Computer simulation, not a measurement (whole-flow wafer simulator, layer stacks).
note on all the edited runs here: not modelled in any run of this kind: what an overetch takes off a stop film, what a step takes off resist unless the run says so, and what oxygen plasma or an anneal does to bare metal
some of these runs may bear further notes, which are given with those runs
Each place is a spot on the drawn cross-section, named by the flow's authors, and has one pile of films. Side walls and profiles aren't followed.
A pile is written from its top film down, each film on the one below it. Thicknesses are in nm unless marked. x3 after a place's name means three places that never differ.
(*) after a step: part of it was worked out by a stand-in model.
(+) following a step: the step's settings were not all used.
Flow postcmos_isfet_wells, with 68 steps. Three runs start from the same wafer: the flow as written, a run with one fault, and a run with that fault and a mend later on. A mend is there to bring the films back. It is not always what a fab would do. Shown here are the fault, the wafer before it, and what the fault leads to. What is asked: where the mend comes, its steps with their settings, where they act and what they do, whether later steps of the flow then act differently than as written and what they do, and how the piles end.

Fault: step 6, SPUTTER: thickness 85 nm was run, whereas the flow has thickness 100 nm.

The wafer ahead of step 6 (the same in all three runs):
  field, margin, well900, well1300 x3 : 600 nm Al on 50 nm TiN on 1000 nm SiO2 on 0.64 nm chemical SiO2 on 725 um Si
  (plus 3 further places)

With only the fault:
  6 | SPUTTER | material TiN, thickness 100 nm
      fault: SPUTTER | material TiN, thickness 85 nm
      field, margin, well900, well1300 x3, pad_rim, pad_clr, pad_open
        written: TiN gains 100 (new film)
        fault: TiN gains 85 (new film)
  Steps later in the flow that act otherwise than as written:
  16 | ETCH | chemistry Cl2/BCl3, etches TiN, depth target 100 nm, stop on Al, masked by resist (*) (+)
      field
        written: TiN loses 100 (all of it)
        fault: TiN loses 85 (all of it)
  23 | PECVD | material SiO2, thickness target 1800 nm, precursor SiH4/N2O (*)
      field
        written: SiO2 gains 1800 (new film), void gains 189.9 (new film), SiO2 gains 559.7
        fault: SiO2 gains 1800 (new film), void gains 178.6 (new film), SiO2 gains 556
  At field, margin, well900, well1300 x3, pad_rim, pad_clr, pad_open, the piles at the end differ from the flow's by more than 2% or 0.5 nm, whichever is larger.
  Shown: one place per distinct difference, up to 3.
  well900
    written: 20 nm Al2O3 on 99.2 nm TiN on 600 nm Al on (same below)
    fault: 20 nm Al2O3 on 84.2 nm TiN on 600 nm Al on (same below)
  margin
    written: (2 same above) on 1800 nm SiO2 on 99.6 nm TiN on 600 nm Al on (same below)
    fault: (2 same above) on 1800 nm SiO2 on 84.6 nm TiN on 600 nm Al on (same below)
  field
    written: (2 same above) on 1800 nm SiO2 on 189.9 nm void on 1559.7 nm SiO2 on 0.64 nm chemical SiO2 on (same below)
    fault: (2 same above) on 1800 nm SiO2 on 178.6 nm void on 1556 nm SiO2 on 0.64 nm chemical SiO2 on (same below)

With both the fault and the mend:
  The mend stands after step 6.
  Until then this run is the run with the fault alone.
  6a | SPUTTER | material TiN, thickness 15 nm (the flow's step 6 again, with other settings)
      field, margin, well900, well1300 x3, pad_rim, pad_clr, pad_open
        TiN gains 15
  Every later step of the flow that is run acts as written at every place that is followed.
  The piles end the same as the flow's at every place that both follow.
